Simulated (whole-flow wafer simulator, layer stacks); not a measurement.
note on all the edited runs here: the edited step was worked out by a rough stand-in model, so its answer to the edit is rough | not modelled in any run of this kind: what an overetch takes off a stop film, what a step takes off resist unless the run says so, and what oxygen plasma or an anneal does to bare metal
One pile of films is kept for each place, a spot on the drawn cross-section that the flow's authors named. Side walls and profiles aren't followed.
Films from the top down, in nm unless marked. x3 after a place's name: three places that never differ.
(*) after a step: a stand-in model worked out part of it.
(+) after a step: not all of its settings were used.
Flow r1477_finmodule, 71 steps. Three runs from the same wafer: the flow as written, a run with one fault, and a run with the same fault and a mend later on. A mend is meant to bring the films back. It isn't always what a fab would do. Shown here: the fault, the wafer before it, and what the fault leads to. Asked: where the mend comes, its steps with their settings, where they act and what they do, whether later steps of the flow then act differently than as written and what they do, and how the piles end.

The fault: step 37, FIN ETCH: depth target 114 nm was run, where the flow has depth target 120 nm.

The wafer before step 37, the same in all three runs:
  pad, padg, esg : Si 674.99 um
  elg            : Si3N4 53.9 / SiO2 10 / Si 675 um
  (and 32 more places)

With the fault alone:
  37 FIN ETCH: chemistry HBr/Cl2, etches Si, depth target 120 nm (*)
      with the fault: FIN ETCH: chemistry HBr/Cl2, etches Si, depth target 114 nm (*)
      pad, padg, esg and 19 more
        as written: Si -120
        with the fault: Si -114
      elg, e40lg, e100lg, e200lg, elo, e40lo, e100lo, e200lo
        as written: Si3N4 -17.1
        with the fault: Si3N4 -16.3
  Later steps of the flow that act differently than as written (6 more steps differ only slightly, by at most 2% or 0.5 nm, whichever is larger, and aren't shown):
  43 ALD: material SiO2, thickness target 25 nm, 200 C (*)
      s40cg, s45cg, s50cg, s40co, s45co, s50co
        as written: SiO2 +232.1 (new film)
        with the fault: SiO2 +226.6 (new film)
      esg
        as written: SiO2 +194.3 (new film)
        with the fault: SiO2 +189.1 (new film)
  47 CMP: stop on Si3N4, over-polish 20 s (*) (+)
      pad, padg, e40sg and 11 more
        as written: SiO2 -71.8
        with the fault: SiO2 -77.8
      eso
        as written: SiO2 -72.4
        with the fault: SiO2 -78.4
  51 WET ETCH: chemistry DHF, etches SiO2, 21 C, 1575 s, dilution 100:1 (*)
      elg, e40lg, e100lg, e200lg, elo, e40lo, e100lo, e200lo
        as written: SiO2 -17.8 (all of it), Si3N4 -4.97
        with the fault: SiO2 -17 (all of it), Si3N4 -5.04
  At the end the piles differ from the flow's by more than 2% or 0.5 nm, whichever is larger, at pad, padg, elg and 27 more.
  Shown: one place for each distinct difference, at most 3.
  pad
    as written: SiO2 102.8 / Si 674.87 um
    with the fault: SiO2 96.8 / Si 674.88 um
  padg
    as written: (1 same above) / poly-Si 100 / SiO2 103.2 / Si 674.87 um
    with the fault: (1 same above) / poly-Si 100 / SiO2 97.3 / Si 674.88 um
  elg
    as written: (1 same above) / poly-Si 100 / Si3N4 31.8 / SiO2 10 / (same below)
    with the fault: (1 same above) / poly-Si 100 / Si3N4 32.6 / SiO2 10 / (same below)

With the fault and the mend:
  The mend comes after step 38.
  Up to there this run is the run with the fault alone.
  38a FIN ETCH: chemistry HBr/Cl2, etches Si, depth target 6 nm (*) (the flow's step 37 once more, with other settings)
      pad, padg, esg and 19 more
        Si -6
      elg, e40lg, e100lg, e200lg, elo, e40lo, e100lo, e200lo
        Si3N4 -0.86
      s40sg_line, s45sg_line, s50sg_line, s40so_line, s45so_line, s50so_line
        SiO2 -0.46
  No later step of the flow acts differently than as written at any place that is followed.
  At the end the piles are the same as the flow's at every place that both follow.
